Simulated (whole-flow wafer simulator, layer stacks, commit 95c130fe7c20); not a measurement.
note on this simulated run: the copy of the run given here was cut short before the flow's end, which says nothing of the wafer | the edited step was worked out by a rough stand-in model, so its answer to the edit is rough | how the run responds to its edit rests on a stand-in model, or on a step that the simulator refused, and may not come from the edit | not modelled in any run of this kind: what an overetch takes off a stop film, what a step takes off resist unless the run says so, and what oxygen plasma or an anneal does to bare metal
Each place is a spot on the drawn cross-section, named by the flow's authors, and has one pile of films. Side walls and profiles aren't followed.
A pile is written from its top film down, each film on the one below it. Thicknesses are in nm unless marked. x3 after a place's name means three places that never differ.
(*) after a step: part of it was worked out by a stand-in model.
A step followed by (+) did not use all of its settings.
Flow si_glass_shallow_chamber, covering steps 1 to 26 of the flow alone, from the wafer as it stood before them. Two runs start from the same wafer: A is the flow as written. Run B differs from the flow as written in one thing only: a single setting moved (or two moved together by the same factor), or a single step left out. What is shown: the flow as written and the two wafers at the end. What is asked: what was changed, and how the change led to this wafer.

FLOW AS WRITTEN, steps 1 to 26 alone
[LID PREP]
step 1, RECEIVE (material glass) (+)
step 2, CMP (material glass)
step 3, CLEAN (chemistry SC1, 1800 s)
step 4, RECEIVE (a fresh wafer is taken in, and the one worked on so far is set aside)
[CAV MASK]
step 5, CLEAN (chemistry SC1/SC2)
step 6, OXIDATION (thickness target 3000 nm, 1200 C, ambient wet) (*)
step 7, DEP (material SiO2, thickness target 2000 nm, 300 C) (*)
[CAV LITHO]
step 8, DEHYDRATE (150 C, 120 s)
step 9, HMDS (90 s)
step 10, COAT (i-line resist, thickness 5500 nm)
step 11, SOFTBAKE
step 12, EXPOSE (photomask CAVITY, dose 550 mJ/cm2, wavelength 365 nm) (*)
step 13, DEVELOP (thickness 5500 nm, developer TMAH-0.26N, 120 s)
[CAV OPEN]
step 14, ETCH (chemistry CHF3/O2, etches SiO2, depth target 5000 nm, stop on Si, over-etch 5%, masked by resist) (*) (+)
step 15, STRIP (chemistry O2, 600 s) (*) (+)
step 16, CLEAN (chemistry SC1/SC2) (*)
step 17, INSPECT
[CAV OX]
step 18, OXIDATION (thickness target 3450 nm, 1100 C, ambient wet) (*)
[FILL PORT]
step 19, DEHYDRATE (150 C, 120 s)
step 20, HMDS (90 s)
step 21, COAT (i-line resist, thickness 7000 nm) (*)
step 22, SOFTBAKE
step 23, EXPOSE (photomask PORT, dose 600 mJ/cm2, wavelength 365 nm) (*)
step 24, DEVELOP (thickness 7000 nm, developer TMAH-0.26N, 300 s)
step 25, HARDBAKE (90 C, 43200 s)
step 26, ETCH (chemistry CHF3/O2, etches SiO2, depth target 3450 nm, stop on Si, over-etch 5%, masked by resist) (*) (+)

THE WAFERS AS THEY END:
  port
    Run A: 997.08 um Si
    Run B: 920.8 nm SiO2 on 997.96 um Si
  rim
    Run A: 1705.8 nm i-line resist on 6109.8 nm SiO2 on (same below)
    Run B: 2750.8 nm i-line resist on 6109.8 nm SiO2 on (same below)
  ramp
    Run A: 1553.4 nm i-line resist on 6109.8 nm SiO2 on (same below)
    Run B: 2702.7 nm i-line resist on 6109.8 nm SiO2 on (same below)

The reason: step 14, ETCH: depth target 2000 nm was run, whereas the flow has depth target 5000 nm.

Step by step, how the change led to this:
  step 14, ETCH (chemistry CHF3/O2, etches SiO2, depth target 5000 nm, stop on Si, over-etch 5%, masked by resist) (*) (+)
      cav, port: A -5000 SiO2 (all of it), -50 Si | B -2100 SiO2
      rim, ramp, septum, ring: A -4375 i-line resist | B -1750 i-line resist
  step 15, STRIP (chemistry O2, 600 s) (*) (+)
      cav, port: A +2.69 chemical SiO2 (new film), -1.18 Si | B nothing
      rim, ramp, septum, ring: A -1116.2 i-line resist (all of it) | B -3741.2 i-line resist (all of it)
  step 18, OXIDATION (thickness target 3450 nm, 1100 C, ambient wet) (*)
      cav, port: A +3450 SiO2 (new film), -2.69 chemical SiO2 (all of it), -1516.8 Si | B +1643.3 SiO2, -723.1 Si
  step 21, COAT (i-line resist, thickness 7000 nm) (*)
      rim: A +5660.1 i-line resist (new film) | B +6339.5 i-line resist (new film)
      ramp: A +5087.8 i-line resist (new film) | B +6043.3 i-line resist (new film)
      (also at 2 further places)
  step 22, SOFTBAKE
      rim: A -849 i-line resist | B -440.7 i-line resist
      ramp: A -434.5 i-line resist | B -194.8 i-line resist
      (also at 4 further places)
  step 24, DEVELOP (thickness 7000 nm, developer TMAH-0.26N, 300 s)
      port: A -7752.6 i-line resist (all of it) | B -7398.5 i-line resist (all of it)
  step 25, HARDBAKE (90 C, 43200 s)
      rim: A -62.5 i-line resist | B -105.1 i-line resist
      ramp: A -57.1 i-line resist | B -103 i-line resist
      (also at 1 further place)
  step 26, ETCH (chemistry CHF3/O2, etches SiO2, depth target 3450 nm, stop on Si, over-etch 5%, masked by resist) (*) (+)
      port: A -3450 SiO2 (all of it), -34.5 Si | B -3622.5 SiO2
